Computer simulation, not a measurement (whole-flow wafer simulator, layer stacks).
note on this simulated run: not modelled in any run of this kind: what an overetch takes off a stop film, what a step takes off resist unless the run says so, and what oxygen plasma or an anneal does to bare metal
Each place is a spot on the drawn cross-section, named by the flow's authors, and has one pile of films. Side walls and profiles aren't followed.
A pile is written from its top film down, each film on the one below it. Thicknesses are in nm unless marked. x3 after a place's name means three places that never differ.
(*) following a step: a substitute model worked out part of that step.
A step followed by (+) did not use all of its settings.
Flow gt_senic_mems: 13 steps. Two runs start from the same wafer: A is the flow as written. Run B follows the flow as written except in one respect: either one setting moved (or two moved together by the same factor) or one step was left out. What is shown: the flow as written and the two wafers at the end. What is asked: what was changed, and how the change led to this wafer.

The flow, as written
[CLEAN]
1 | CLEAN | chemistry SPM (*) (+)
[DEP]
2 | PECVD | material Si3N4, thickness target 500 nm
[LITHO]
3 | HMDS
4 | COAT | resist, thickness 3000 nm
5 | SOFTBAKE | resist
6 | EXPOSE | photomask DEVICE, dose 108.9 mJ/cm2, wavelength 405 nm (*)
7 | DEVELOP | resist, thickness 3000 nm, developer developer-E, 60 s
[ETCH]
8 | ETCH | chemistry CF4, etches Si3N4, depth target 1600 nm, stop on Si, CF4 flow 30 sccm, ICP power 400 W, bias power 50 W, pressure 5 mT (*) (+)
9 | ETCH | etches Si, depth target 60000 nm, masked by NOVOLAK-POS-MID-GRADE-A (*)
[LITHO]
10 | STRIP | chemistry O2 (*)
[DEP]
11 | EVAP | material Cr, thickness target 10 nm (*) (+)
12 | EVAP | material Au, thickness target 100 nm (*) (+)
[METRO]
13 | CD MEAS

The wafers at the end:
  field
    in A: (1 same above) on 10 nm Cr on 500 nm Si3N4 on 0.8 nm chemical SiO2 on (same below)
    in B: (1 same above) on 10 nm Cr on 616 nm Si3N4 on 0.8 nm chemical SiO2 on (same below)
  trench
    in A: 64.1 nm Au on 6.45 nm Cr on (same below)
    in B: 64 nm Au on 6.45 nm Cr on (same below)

The reason: step 2, PECVD: thickness target 616 nm was run, though the flow has thickness target 500 nm.
The wafer itself shows it: field has Si3N4 616, and step 2 as written asks for 500 nm.

How this came from the change, step by step:
  2 | PECVD | material Si3N4, thickness target 500 nm
      field, trench: A +500 Si3N4 (new film) | B +616 Si3N4 (new film)
  8 | ETCH | chemistry CF4, etches Si3N4, depth target 1600 nm, stop on Si, CF4 flow 30 sccm, ICP power 400 W, bias power 50 W, pressure 5 mT (*) (+)
      field: A -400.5 resist | B -477.9 resist
      trench: A -500 Si3N4 (all of it), -0.8 chemical SiO2 (all of it) | B -616 Si3N4 (all of it), -0.8 chemical SiO2 (all of it)
  10 | STRIP | chemistry O2 (*)
      field: A -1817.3 resist (all of it) | B -1740 resist (all of it)
